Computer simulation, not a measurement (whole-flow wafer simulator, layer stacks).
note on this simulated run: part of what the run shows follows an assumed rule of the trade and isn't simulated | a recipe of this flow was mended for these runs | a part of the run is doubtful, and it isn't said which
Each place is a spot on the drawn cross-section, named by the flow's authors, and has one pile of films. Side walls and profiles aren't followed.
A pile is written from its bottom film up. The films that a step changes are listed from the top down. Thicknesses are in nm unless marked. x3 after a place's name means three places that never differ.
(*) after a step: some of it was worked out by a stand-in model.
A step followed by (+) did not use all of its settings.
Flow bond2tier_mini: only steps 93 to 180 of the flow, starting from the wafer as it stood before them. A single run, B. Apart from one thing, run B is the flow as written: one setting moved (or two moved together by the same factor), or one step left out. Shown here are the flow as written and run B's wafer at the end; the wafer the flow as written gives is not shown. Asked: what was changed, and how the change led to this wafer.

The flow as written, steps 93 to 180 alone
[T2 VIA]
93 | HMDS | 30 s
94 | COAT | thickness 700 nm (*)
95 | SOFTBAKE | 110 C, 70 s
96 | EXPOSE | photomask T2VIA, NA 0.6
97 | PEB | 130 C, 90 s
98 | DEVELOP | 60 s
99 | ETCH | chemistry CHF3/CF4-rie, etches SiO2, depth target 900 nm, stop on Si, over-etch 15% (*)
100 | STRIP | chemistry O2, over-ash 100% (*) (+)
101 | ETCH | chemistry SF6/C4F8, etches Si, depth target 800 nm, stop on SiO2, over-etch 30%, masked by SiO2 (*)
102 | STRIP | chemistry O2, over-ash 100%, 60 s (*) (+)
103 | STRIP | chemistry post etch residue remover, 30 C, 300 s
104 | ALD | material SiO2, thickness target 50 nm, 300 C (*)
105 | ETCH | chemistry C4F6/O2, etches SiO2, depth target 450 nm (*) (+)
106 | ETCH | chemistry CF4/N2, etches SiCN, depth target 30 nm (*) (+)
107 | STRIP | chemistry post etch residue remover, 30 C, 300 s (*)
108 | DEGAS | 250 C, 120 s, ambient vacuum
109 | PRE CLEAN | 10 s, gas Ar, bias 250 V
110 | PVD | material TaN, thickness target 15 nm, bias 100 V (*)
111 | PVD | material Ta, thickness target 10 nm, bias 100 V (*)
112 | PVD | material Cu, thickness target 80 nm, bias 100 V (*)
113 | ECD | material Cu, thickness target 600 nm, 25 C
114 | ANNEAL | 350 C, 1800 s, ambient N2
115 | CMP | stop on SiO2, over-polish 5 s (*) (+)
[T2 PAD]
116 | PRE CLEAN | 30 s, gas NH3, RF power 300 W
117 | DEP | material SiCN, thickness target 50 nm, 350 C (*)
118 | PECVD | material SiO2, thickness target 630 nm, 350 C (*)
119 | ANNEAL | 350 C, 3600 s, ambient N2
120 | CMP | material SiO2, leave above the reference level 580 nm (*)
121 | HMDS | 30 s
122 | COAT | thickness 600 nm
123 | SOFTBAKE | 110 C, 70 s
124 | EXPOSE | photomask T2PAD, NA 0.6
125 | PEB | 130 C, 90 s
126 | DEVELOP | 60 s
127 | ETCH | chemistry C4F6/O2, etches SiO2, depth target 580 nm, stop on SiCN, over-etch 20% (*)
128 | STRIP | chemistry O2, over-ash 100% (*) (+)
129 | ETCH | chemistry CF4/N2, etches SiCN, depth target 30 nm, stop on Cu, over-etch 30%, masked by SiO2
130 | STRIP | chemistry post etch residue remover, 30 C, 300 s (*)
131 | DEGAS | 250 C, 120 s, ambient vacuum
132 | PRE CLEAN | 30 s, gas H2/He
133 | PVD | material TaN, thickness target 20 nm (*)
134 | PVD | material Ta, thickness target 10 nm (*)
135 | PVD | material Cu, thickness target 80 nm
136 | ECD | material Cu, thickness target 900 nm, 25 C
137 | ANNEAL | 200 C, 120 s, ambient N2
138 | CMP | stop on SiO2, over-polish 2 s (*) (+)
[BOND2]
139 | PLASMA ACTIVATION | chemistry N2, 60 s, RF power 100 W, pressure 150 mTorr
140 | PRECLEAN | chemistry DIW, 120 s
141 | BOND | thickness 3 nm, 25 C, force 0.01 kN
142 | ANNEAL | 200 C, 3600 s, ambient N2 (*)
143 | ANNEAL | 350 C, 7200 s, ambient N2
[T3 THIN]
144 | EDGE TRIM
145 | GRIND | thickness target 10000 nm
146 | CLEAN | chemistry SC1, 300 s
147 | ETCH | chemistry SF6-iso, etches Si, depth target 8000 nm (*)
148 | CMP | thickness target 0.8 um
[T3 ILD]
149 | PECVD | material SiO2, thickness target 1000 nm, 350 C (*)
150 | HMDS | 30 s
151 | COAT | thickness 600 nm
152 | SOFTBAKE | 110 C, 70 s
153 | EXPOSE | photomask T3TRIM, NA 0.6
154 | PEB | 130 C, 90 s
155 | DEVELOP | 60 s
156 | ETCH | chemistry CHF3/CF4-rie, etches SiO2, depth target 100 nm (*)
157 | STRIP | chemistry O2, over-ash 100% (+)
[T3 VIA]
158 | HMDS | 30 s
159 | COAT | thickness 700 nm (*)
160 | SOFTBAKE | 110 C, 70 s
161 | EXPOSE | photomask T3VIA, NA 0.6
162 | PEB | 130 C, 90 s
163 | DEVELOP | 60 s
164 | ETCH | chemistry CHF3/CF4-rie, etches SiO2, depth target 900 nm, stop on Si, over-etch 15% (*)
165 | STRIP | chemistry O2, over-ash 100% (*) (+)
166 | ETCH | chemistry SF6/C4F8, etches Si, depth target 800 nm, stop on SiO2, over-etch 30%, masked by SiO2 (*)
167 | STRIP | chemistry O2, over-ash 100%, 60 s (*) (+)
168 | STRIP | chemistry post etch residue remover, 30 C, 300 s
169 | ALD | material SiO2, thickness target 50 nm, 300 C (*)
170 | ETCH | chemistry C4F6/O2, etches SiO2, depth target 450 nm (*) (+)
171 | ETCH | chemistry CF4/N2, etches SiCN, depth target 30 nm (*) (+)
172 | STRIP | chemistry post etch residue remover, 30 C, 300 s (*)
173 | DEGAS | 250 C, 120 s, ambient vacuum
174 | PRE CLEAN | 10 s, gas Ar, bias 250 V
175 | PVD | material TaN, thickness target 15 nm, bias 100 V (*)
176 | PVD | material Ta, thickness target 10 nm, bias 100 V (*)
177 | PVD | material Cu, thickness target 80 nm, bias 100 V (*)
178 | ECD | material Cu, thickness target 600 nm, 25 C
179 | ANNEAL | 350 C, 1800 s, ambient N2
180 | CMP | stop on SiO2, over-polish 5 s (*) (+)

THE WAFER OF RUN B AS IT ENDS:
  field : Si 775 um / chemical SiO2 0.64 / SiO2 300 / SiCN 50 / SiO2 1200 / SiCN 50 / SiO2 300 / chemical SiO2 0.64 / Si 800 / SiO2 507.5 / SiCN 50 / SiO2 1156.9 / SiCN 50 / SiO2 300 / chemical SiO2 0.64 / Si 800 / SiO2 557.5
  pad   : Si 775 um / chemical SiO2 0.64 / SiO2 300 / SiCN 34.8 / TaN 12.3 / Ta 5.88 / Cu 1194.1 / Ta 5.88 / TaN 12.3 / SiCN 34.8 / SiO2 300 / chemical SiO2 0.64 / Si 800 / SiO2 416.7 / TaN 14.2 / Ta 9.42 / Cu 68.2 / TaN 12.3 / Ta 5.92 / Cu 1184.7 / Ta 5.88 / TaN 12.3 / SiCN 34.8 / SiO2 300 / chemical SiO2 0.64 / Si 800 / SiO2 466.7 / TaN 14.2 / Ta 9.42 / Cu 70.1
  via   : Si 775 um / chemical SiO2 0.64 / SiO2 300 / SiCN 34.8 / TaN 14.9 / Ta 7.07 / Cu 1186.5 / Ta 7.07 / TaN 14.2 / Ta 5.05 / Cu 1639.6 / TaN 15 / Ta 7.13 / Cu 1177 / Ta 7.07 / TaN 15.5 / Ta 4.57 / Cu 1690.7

The reason: step 104, ALD: material SiO2, thickness target 50 nm, 300 C (*), was skipped.

Step by step, how the change led to this:
  105 | ETCH | chemistry C4F6/O2, etches SiO2, depth target 450 nm (*) (+)
      via: SiO2 loses 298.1 (all of it), SiCN loses 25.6 (as written it would have been: SiO2 loses 348.1 (all of it), SiCN loses 17.2)
  106 | ETCH | chemistry CF4/N2, etches SiCN, depth target 30 nm (*) (+)
      via: SiCN loses 9.21 (all of it), TaN loses 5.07 (as written it would have been: SiCN loses 17.6 (all of it), TaN loses 3.01)
  110 | PVD | material TaN, thickness target 15 nm, bias 100 V (*)
      via: TaN gains 7.63 (as written it would have been: TaN gains 6.94)
  112 | PVD | material Cu, thickness target 80 nm, bias 100 V (*)
      via: Cu gains 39 (new film) (as written it would have been: Cu gains 35 (new film))
  113 | ECD | material Cu, thickness target 600 nm, 25 C
      via: Cu gains 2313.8 (as written it would have been: Cu gains 2367)
